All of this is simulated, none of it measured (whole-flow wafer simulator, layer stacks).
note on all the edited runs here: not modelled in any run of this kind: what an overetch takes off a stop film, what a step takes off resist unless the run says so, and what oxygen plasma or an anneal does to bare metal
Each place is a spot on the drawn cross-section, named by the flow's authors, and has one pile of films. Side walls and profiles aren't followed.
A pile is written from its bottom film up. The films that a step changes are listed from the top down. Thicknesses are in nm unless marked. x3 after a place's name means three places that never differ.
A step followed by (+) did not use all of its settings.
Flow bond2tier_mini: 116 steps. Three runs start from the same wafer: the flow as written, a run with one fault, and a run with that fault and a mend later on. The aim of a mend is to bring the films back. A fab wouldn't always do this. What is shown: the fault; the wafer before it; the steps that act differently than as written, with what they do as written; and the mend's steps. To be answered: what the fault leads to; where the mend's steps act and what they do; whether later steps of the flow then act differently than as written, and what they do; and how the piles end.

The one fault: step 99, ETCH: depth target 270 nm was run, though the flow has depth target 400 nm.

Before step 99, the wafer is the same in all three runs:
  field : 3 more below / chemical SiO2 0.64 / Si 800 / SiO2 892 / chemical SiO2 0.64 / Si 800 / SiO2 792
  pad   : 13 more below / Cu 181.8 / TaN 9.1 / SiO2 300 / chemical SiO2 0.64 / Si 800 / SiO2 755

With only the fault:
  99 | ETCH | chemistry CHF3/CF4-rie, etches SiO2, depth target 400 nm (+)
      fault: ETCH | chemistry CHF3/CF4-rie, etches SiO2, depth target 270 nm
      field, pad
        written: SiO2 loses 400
        fault: SiO2 loses 270
  None of the later steps of the flow acts differently than as written at any place that is followed.
  The piles end different from the flow's at field, pad by more than 2% or 0.5 nm, whichever is larger.
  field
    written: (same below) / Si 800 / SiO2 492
    fault: (same below) / Si 800 / SiO2 622
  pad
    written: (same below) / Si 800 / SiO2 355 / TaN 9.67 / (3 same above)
    fault: (same below) / Si 800 / SiO2 485 / TaN 9.67 / (3 same above)

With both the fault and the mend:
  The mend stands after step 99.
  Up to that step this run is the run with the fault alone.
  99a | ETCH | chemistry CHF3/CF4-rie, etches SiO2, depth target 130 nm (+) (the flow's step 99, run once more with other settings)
      field, pad
        SiO2 loses 130
  None of the later steps of the flow acts differently than as written at any place that is followed.
  By the end, the piles equal the flow's at every place that both follow.
